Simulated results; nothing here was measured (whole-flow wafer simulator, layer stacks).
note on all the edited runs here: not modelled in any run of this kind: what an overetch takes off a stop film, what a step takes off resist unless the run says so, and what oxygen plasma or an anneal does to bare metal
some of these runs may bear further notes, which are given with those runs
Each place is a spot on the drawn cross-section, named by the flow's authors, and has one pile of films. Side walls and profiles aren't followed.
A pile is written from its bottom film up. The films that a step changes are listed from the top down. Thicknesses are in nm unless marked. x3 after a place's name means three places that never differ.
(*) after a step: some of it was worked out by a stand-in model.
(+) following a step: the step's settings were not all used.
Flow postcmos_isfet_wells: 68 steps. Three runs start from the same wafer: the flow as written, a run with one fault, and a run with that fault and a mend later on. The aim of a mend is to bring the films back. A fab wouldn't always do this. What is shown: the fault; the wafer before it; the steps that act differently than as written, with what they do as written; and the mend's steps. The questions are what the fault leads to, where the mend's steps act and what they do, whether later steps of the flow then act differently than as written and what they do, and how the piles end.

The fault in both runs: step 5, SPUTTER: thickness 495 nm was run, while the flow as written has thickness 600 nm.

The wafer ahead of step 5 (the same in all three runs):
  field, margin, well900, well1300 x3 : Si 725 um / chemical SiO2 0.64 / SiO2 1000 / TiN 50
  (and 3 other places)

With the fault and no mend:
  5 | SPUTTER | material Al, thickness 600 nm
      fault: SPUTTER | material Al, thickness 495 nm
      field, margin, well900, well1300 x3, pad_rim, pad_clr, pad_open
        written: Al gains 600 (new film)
        fault: Al gains 495 (new film)
  Steps later in the flow that act otherwise than as written:
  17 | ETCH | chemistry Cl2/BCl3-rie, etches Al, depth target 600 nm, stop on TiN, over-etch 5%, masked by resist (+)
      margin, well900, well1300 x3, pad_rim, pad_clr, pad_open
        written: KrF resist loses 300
        fault: KrF resist loses 259.9
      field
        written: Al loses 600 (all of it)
        fault: Al loses 495 (all of it)
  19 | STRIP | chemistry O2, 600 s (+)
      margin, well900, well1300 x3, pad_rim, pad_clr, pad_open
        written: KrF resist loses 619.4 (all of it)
        fault: KrF resist loses 659.5 (all of it)
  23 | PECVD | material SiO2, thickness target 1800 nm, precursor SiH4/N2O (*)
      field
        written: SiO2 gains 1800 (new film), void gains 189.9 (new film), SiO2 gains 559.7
        fault: SiO2 gains 2444.6
  At field, margin, well900, well1300 x3, pad_rim, pad_clr, pad_open, the piles at the end differ from the flow's by more than 2% or 0.5 nm, whichever is larger.
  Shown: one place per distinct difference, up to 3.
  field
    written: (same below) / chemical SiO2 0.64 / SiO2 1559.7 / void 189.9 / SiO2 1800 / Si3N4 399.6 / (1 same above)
    fault: (same below) / chemical SiO2 0.64 / SiO2 3444.6 / Si3N4 399.6 / (1 same above)
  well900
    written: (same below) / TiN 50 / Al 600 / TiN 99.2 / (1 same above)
    fault: (same below) / TiN 50 / Al 495 / TiN 99.2 / (1 same above)
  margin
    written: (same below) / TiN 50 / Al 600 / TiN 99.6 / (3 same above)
    fault: (same below) / TiN 50 / Al 495 / TiN 99.6 / (3 same above)

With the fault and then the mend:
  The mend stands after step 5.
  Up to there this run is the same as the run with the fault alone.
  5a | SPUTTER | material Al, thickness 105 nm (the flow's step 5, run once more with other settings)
      field, margin, well900, well1300 x3, pad_rim, pad_clr, pad_open
        Al gains 105
  None of the later steps of the flow acts differently than as written at any place that is followed.
  By the end, the piles equal the flow's at every place that both follow.
